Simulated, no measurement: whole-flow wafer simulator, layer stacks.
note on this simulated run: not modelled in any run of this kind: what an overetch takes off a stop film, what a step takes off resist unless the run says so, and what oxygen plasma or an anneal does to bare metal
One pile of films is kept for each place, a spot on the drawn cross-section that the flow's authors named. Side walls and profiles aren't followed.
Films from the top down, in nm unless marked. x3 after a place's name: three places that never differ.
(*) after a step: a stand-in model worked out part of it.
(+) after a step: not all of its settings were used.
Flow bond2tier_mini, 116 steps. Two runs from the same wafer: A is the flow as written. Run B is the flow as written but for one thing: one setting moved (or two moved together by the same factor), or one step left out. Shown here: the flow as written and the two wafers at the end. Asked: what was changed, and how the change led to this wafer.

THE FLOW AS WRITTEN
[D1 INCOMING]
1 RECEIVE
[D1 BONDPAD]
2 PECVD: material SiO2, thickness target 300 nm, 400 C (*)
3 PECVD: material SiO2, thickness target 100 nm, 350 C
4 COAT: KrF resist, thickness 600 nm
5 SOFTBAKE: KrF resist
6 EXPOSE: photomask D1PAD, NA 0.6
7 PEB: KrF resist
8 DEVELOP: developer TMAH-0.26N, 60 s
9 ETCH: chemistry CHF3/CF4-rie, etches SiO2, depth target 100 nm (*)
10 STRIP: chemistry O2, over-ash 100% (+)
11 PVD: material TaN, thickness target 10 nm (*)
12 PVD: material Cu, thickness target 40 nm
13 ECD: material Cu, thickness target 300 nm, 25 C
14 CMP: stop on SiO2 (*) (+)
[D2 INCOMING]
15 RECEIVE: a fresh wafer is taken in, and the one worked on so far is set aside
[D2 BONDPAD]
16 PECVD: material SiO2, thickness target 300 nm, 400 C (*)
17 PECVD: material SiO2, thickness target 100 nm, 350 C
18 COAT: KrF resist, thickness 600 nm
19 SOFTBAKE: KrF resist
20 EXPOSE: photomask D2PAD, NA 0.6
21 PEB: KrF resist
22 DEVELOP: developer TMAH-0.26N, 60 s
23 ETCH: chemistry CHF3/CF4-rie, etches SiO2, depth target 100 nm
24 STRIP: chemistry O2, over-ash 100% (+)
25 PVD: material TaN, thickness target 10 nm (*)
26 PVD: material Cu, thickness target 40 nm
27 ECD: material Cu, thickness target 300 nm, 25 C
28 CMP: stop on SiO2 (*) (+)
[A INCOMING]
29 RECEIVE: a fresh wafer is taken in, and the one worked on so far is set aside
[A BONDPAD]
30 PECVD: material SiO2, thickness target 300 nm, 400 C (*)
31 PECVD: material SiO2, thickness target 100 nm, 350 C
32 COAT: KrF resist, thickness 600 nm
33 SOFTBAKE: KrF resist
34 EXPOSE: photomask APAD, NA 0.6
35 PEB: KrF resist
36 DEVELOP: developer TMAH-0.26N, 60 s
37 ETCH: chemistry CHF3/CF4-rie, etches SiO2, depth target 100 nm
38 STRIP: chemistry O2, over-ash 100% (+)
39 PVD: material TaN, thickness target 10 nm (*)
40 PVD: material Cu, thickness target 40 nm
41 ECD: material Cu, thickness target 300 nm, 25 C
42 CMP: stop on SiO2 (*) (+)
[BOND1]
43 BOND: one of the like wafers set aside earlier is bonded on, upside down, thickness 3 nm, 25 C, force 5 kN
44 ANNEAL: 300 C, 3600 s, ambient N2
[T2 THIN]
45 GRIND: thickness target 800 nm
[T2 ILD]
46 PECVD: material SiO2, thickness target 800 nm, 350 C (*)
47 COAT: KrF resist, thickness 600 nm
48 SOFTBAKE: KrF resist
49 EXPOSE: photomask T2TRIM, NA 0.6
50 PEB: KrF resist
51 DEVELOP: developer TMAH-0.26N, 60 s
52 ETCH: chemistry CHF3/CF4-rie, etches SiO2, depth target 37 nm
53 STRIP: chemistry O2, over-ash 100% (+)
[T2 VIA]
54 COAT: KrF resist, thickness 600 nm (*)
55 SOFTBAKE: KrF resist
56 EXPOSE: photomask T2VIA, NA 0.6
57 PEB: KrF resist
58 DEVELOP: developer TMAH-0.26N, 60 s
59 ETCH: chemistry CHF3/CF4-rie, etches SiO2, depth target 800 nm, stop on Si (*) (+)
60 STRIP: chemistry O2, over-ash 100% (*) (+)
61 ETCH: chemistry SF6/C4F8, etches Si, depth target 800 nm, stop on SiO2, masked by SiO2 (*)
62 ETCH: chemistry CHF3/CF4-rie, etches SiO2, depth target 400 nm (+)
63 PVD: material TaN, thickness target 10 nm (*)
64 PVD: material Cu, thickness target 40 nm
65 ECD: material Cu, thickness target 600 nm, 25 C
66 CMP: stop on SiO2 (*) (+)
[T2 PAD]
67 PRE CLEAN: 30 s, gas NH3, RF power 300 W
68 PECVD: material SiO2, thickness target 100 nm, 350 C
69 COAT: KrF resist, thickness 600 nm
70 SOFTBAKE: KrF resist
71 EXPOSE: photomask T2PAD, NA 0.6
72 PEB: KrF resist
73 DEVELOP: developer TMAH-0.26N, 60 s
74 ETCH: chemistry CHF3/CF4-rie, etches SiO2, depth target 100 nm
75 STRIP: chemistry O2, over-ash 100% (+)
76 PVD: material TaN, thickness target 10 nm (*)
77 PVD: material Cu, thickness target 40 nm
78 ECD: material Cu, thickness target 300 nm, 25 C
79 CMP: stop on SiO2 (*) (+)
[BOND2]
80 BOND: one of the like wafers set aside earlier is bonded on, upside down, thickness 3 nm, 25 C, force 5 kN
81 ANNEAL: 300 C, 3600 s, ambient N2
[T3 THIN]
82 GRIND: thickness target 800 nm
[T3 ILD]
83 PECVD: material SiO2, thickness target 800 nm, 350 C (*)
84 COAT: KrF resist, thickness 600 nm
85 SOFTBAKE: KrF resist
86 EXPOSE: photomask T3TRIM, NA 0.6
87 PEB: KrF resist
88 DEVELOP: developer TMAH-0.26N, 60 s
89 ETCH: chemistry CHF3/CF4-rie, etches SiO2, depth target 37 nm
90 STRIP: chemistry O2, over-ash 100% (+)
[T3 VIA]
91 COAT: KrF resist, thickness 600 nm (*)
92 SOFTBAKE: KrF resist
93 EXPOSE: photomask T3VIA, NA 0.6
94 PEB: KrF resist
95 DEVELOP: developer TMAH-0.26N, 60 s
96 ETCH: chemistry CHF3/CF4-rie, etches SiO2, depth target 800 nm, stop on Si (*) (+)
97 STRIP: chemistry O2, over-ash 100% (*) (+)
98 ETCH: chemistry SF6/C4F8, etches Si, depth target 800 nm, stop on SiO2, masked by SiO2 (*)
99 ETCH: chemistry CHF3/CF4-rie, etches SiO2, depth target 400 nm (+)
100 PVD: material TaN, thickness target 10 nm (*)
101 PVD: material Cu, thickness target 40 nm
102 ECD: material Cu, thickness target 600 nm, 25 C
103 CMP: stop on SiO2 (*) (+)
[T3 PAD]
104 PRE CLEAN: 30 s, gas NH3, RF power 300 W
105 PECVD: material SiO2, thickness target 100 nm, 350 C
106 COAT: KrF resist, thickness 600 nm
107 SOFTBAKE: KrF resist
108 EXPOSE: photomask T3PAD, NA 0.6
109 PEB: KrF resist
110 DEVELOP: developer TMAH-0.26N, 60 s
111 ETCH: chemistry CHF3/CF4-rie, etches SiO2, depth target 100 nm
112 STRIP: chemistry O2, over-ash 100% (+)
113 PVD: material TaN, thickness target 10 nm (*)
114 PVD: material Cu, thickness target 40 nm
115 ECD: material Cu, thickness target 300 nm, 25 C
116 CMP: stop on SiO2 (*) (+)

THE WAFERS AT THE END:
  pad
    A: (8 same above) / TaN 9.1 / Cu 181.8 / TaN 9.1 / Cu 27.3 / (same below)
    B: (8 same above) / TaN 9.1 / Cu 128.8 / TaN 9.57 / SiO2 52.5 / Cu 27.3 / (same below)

The cause: step 74, ETCH: depth target 47.5 nm was run, where the flow has depth target 100 nm.

How the change led to this, step by step:
  74 ETCH: chemistry CHF3/CF4-rie, etches SiO2, depth target 100 nm
      pad: A SiO2 -100 (all of it) | B SiO2 -47.5
      field: A KrF resist -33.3 | B KrF resist -15.8
  75 STRIP: chemistry O2, over-ash 100% (+)
      field: A KrF resist -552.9 (all of it) | B KrF resist -570.4 (all of it)
  77 PVD: material Cu, thickness target 40 nm
      pad: A Cu +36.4 (new film) | B Cu +38.3 (new film)
  78 ECD: material Cu, thickness target 300 nm, 25 C
      pad: A Cu +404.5 | B Cu +349.7
Counting metal films that touch as one body, pad has 4 bodies (between them, from the top down: SiO2 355 / Si 800 / chemical SiO2 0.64 / SiO2 300; SiO2 52.5; SiO2 355 / Si 800 / chemical SiO2 0.64 / SiO2 300); the flow as written gives 3 bodies (between them, from the top down: SiO2 355 / Si 800 / chemical SiO2 0.64 / SiO2 300; SiO2 355 / Si 800 / chemical SiO2 0.64 / SiO2 300).
